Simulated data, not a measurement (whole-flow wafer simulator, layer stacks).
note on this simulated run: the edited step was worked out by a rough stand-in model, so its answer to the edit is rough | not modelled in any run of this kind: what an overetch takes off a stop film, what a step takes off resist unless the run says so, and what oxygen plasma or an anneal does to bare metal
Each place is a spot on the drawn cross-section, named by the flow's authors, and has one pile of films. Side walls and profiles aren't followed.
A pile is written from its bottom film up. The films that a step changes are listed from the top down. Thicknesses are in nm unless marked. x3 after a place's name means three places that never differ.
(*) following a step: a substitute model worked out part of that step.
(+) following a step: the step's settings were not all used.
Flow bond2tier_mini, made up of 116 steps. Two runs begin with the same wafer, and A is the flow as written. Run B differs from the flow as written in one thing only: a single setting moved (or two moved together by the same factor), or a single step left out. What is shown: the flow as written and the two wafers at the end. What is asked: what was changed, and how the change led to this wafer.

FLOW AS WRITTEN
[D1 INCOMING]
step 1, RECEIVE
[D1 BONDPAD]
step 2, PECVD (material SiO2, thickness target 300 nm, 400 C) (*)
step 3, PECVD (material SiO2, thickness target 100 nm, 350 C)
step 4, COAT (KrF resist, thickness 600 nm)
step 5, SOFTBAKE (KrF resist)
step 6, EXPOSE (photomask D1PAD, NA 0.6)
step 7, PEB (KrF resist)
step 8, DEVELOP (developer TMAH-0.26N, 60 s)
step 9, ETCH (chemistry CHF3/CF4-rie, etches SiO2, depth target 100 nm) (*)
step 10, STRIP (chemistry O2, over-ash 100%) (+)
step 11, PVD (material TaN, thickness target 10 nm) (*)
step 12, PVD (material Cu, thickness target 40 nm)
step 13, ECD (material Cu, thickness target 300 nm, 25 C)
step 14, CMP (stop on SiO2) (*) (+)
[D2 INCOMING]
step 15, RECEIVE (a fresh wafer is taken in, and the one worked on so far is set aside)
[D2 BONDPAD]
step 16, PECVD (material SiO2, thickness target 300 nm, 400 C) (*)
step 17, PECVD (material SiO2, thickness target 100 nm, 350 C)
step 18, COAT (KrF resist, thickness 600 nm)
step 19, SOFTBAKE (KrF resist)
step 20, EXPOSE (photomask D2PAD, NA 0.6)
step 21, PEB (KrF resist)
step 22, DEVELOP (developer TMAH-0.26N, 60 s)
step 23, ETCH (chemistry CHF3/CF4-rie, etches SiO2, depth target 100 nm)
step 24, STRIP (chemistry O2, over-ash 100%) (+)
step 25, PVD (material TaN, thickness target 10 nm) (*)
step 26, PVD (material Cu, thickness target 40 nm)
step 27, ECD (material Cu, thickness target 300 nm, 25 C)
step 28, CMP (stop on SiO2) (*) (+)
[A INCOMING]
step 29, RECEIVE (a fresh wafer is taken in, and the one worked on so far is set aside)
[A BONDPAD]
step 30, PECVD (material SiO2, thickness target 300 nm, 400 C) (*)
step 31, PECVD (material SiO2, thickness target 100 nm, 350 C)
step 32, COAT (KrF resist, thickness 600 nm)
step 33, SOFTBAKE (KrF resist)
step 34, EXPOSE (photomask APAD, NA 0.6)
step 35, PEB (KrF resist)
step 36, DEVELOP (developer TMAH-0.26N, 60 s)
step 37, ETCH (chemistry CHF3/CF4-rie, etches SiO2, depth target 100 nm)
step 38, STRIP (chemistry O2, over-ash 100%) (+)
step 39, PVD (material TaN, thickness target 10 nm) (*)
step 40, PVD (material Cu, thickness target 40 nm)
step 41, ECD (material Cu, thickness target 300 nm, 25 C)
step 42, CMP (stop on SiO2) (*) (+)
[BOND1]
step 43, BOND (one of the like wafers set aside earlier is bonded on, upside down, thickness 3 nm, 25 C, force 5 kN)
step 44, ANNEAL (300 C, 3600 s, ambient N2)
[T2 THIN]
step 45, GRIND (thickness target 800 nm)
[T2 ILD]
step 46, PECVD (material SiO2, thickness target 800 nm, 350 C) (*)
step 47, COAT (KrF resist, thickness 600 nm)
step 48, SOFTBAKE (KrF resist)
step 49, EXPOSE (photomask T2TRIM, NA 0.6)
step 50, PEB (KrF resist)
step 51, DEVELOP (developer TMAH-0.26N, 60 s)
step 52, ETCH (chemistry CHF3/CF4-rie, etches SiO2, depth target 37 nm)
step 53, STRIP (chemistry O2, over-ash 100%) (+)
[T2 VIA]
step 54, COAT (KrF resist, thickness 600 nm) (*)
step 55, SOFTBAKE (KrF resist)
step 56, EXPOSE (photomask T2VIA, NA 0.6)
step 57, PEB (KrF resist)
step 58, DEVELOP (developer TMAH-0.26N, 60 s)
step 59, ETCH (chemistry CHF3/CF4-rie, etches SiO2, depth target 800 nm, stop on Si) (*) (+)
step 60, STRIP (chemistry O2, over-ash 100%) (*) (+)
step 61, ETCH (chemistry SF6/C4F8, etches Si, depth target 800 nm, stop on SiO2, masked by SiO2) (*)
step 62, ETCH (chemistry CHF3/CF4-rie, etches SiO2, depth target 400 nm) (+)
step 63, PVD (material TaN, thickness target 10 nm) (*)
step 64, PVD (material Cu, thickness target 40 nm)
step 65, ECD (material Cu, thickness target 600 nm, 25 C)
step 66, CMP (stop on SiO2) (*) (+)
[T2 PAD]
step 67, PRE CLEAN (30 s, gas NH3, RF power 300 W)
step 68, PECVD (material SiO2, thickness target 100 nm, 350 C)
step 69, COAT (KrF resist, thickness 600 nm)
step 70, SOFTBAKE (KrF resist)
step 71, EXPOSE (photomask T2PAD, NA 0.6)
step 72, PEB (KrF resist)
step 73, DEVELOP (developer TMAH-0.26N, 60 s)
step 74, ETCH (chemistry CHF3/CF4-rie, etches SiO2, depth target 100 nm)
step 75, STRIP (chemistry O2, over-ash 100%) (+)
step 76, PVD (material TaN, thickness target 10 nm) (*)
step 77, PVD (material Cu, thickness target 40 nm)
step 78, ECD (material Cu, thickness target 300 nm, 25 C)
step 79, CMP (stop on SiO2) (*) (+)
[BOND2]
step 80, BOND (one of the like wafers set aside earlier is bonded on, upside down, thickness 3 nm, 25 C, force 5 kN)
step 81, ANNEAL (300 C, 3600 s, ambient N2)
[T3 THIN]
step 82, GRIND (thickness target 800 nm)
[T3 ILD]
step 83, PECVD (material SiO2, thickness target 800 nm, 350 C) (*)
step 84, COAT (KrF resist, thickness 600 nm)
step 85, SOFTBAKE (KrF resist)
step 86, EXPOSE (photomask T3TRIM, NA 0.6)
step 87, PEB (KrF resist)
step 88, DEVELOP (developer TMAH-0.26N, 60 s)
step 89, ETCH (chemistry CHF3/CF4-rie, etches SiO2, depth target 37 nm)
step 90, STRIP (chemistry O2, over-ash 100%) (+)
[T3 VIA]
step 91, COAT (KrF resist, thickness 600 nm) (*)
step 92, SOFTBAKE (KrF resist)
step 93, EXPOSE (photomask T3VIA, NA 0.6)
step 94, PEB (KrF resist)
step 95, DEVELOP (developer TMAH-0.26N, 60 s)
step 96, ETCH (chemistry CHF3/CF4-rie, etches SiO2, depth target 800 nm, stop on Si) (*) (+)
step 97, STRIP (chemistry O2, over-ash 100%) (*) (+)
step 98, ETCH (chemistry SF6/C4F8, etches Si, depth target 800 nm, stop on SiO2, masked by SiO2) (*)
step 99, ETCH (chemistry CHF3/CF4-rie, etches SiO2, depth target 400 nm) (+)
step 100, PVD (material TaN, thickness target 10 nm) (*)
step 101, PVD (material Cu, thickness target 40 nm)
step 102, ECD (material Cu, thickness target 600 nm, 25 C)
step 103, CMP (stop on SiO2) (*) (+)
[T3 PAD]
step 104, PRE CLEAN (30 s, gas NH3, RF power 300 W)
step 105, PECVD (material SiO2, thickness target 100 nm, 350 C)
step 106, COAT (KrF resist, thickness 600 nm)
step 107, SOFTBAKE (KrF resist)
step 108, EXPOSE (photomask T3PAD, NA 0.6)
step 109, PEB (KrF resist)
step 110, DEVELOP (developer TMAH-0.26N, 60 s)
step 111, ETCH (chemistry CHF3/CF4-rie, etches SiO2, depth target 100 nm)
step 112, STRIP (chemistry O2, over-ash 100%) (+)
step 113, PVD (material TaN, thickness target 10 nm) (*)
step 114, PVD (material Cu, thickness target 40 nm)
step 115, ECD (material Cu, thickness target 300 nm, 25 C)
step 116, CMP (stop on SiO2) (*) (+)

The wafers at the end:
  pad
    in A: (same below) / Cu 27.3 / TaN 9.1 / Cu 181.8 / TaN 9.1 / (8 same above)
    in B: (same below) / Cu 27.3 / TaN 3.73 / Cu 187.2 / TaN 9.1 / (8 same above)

The reason: step 76, PVD: thickness target 4.1 nm was run, while the flow as written has thickness target 10 nm.

The path from the change to this, step by step:
  step 76, PVD (material TaN, thickness target 10 nm) (*)
      field: A TaN gains 10 (new film) | B TaN gains 4.1 (new film)
      pad: A TaN gains 9.1 (new film) | B TaN gains 3.73 (new film)
  step 79, CMP (stop on SiO2) (*) (+)
      field: A Cu loses 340 (all of it), TaN loses 10 (all of it) | B Cu loses 340 (all of it), TaN loses 4.1 (all of it)
